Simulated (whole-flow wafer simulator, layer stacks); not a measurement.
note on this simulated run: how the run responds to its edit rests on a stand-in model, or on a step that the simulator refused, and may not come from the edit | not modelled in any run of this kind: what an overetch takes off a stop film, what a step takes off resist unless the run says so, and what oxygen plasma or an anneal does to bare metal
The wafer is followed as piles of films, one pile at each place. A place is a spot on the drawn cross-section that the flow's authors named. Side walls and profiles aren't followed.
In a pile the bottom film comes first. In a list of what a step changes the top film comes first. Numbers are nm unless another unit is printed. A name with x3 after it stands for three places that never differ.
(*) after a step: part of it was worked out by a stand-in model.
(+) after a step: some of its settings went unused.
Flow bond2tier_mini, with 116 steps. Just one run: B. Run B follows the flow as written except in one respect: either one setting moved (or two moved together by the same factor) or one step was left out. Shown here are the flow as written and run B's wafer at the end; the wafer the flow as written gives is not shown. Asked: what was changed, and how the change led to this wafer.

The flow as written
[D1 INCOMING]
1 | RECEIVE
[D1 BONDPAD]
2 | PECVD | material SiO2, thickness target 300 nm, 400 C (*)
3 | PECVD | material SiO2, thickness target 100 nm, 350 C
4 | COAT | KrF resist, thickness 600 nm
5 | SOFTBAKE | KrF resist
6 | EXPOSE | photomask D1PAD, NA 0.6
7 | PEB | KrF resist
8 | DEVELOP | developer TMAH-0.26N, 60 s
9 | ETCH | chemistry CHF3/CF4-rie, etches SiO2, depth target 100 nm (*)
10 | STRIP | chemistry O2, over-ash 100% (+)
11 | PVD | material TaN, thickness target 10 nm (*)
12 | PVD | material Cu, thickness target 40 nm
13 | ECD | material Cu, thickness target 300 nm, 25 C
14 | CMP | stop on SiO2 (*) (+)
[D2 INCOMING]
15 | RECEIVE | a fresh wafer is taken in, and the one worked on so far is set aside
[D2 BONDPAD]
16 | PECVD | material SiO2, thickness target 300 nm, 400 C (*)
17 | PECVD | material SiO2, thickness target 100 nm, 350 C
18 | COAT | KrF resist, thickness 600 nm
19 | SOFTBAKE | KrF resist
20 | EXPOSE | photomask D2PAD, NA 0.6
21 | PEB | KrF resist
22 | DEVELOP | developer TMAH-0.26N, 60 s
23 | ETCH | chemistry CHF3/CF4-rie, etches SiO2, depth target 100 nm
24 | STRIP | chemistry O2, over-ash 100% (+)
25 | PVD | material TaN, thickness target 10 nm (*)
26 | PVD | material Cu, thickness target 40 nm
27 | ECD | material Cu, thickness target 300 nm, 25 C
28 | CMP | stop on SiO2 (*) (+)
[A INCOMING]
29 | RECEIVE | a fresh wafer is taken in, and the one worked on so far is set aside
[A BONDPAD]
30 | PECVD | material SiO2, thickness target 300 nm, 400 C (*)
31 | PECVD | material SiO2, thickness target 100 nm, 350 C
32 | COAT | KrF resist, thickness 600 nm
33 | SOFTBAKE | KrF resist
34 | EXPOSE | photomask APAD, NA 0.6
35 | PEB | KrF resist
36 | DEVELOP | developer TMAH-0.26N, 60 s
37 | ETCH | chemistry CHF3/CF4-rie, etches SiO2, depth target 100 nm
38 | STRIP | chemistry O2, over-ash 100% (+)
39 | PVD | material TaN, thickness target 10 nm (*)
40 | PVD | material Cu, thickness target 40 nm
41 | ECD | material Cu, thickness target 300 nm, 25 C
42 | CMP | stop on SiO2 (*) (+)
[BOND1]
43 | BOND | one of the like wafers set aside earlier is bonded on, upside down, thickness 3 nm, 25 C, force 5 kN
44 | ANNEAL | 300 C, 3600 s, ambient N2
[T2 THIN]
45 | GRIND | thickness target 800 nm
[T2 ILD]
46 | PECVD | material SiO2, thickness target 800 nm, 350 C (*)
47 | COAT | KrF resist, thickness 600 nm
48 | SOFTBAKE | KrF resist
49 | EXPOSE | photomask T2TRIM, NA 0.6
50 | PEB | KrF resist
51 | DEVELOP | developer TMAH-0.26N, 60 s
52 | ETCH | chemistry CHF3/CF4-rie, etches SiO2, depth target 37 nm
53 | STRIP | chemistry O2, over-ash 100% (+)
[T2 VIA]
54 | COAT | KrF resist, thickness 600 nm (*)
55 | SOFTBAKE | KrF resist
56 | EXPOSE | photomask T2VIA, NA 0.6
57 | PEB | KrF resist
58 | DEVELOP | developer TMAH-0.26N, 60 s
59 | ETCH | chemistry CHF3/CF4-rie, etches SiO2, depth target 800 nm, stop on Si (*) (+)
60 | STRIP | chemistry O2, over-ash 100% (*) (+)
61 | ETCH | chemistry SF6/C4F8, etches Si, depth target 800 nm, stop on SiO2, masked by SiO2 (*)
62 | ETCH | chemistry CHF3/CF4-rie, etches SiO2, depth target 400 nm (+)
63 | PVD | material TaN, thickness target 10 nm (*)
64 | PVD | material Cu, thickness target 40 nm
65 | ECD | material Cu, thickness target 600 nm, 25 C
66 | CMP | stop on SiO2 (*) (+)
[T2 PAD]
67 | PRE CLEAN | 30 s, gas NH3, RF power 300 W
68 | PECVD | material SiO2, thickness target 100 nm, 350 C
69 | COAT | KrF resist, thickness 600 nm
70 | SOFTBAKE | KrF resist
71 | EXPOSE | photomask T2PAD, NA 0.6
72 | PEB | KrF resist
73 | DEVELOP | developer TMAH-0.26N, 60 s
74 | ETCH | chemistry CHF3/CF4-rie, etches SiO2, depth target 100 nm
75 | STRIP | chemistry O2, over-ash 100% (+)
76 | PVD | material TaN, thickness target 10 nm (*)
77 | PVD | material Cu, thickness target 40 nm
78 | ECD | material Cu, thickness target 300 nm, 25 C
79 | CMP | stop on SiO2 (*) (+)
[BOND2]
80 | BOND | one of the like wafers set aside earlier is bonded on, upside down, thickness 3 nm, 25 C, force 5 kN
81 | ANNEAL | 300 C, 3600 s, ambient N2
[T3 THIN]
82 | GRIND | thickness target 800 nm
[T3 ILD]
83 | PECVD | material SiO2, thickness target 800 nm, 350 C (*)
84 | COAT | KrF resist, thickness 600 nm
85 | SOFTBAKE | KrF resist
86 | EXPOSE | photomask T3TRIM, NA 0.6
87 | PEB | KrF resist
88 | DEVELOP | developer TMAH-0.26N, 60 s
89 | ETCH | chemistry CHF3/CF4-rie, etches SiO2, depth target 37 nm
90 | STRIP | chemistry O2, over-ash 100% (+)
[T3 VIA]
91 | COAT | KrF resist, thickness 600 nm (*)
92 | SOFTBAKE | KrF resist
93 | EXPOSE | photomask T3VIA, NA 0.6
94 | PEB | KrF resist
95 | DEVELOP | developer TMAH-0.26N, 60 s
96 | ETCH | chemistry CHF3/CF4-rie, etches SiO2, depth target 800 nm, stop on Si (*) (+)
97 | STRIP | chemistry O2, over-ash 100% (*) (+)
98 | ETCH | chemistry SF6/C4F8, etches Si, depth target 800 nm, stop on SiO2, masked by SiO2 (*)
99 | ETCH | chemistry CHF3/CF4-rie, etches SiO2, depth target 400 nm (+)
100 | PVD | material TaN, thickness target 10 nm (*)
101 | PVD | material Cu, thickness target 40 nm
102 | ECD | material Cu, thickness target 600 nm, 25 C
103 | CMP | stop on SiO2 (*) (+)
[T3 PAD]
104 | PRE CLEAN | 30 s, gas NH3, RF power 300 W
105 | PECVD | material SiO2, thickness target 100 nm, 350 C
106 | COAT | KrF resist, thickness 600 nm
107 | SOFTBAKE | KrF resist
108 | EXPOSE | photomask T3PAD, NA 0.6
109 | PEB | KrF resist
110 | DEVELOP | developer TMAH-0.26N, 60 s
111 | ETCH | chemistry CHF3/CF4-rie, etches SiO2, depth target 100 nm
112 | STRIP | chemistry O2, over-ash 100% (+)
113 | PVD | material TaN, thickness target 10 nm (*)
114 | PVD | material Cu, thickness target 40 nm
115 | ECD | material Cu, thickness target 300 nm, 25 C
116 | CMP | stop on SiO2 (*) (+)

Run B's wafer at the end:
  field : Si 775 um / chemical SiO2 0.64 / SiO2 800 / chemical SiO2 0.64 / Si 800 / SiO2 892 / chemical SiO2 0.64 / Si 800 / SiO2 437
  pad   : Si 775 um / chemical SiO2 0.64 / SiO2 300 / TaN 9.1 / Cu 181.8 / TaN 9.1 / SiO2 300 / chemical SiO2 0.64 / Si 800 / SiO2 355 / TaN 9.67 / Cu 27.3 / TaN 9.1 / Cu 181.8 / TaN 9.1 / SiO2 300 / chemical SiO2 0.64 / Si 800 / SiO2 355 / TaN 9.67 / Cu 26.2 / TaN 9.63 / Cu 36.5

Cause: step 105, PECVD: thickness target 45 nm was run, whereas the flow has thickness target 100 nm.

How this came from the change, step by step:
  105 | PECVD | material SiO2, thickness target 100 nm, 350 C
      field: +45 SiO2 (it would be, as written: +100 SiO2)
      pad: +45 SiO2 (new film) (it would be, as written: +100 SiO2 (new film))
  111 | ETCH | chemistry CHF3/CF4-rie, etches SiO2, depth target 100 nm
      pad: -45 SiO2 (all of it), -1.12 Cu (it would be, as written: -100 SiO2 (all of it))
      field: -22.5 KrF resist (it would be, as written: -33.3 KrF resist)
  113 | PVD | material TaN, thickness target 10 nm (*)
      pad: +9.63 TaN (new film) (it would be, as written: +9.1 TaN (new film))
  114 | PVD | material Cu, thickness target 40 nm
      pad: +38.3 Cu (new film) (it would be, as written: +36.4 Cu (new film))
  115 | ECD | material Cu, thickness target 300 nm, 25 C
      pad: +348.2 Cu (it would be, as written: +404.5 Cu)
